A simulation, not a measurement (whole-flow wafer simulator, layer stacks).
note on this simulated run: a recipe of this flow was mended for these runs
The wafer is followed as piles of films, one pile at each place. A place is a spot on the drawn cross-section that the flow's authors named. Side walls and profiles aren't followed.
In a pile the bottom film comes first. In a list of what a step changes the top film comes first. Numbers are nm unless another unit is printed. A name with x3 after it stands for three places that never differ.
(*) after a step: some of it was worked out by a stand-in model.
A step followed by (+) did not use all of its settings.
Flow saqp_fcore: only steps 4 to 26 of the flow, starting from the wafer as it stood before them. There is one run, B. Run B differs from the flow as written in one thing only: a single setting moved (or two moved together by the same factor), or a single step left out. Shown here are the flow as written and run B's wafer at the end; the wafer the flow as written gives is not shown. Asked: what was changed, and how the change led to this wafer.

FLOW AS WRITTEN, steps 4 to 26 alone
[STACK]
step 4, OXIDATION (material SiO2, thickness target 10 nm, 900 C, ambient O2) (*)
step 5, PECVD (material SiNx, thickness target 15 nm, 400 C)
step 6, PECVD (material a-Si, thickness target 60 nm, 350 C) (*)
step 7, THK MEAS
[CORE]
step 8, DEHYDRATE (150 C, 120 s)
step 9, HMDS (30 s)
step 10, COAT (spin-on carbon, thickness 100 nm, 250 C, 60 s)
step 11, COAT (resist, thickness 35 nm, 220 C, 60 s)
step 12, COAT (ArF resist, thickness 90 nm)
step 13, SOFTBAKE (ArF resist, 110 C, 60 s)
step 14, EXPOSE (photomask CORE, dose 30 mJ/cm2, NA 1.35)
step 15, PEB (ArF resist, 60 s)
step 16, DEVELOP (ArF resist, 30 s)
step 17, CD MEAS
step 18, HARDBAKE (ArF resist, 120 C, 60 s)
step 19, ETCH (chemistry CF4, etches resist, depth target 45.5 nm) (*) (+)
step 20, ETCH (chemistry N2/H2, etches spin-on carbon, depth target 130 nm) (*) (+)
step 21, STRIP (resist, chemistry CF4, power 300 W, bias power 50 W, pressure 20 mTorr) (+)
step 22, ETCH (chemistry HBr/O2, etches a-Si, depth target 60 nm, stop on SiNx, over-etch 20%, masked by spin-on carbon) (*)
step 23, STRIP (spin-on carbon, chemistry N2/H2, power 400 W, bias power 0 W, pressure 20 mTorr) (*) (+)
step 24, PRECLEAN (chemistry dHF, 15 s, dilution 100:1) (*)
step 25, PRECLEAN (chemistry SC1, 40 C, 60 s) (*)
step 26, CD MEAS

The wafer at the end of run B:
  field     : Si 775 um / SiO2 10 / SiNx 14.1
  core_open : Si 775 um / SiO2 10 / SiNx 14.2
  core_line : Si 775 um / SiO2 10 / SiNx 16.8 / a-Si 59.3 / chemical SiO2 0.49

What caused this: step 5, PECVD: thickness target 16.8 nm was run, whereas the flow has thickness target 15 nm.
The wafer lets one read it off: core_line has SiNx 16.8, and step 5 as written asks for 15 nm.

How this came from the change, step by step:
  step 5, PECVD (material SiNx, thickness target 15 nm, 400 C)
      field, core_open, core_line: +16.8 SiNx (new film) (as written it would have been: +15 SiNx (new film))
